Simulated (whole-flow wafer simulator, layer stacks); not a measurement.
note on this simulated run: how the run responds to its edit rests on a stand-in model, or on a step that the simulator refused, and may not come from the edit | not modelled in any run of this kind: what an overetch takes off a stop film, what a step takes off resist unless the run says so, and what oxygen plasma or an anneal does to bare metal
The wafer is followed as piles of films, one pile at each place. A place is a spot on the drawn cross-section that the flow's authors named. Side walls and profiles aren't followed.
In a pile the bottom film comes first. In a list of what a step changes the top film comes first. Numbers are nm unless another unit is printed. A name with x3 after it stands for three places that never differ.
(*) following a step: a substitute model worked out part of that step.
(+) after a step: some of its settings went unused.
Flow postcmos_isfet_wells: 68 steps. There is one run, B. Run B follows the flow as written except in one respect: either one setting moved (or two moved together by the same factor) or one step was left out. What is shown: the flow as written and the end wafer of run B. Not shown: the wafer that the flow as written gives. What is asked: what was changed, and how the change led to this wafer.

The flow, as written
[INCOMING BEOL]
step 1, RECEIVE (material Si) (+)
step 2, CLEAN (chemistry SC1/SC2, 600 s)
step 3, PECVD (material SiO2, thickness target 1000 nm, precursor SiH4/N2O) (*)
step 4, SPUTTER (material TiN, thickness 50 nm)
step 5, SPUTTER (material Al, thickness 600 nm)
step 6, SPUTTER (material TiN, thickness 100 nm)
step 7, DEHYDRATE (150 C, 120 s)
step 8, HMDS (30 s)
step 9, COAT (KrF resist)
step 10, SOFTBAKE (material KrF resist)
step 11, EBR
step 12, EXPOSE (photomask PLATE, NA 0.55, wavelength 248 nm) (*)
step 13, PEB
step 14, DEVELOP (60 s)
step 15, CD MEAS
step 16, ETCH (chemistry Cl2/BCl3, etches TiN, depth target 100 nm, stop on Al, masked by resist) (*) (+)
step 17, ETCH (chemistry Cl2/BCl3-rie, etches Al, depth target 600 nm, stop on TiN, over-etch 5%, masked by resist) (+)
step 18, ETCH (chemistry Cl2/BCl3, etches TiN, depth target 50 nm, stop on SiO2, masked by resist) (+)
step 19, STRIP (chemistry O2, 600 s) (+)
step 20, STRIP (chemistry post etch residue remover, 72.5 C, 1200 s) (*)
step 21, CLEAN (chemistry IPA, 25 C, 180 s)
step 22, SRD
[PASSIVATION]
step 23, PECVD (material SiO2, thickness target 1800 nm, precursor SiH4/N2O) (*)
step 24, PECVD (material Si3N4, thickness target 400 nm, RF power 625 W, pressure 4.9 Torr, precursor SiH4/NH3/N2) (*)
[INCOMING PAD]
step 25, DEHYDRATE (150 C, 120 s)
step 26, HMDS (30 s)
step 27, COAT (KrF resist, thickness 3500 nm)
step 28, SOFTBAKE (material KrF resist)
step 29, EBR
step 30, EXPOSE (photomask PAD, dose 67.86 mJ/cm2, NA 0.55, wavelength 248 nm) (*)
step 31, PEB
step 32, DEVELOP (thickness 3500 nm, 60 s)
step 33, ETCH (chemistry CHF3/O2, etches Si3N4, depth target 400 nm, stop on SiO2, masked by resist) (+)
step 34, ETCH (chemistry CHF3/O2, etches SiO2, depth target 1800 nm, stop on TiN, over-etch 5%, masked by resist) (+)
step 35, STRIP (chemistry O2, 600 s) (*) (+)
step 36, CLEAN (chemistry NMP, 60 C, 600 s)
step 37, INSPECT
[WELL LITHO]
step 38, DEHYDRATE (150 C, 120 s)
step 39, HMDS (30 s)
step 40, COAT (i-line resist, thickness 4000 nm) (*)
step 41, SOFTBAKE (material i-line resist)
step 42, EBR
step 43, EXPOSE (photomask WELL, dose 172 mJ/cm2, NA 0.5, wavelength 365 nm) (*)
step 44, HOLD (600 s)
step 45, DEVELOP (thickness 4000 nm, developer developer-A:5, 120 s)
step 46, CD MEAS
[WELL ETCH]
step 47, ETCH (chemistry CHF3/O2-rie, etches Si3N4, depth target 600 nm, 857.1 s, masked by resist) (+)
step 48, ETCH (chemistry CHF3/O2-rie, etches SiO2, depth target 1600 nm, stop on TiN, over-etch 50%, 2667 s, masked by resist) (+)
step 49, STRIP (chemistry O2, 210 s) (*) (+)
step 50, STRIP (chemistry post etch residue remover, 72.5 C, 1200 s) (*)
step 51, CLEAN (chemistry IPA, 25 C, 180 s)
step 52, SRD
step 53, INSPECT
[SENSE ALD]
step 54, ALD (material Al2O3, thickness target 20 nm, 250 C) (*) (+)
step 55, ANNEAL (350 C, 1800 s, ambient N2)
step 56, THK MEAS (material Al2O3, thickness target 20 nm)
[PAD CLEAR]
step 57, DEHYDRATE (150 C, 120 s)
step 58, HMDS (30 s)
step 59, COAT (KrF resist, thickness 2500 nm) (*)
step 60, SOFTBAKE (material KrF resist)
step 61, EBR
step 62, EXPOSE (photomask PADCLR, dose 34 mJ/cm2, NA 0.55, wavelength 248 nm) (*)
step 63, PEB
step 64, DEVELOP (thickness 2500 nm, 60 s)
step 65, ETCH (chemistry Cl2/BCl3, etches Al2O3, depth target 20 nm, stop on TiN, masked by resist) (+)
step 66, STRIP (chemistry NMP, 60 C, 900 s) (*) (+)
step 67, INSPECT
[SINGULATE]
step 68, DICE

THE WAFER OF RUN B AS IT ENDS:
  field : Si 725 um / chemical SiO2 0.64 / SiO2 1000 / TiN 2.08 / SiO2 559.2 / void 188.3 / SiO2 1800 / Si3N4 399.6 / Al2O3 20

What caused this: step 18, ETCH: depth target 47.5 nm was run, whereas the flow has depth target 50 nm.

The path from the change to this, step by step:
  step 18, ETCH (chemistry Cl2/BCl3, etches TiN, depth target 50 nm, stop on SiO2, masked by resist) (+)
      field: TiN loses 47.5 (in the flow as written it would be: TiN loses 50 (all of it))
      margin, well900, well1300 x3, pad_rim, pad_clr, pad_open: KrF resist loses 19 (in the flow as written it would be: KrF resist loses 20)
  step 23, PECVD (material SiO2, thickness target 1800 nm, precursor SiH4/N2O) (*)
      field: SiO2 gains 1800 (new film), void gains 188.3 (new film), SiO2 gains 559.2 (new film) (in the flow as written it would be: SiO2 gains 1800 (new film), void gains 189.9 (new film), SiO2 gains 559.7)
With metal films that touch counted as one body, field has 1 body; the flow as written gives 0 bodies.
